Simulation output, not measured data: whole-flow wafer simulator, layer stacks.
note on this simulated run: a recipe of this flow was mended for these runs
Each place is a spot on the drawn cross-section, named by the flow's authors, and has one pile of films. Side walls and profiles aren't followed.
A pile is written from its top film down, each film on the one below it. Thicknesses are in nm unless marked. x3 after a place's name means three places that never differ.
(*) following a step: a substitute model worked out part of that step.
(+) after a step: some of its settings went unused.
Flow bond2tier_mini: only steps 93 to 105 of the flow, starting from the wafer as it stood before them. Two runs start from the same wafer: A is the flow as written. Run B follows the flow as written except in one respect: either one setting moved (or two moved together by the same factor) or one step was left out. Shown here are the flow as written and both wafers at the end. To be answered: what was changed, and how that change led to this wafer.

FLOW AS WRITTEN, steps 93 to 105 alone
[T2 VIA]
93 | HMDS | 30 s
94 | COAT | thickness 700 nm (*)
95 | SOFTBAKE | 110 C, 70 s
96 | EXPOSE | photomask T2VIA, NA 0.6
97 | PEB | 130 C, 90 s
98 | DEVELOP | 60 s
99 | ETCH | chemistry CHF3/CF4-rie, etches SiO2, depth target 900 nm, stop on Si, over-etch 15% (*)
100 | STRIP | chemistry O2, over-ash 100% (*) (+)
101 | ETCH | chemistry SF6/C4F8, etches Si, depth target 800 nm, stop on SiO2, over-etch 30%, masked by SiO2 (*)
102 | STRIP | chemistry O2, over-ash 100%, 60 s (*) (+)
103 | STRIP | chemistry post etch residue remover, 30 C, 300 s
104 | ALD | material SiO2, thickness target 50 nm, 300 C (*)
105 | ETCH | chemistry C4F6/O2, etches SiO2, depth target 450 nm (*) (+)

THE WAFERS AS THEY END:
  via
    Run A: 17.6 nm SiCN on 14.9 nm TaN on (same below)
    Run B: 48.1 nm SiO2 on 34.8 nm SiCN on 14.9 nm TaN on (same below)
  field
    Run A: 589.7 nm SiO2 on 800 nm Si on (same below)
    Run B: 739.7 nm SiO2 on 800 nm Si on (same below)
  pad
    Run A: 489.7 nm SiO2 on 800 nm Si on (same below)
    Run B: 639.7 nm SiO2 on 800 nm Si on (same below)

What caused this: step 105, ETCH: depth target 300 nm was run, though the flow has depth target 450 nm.

Step by step, how the change led to this:
  105 | ETCH | chemistry C4F6/O2, etches SiO2, depth target 450 nm (*) (+)
      via: A SiO2 loses 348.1 (all of it), SiCN loses 17.2 | B SiO2 loses 300
      field, pad: A SiO2 loses 450 | B SiO2 loses 300
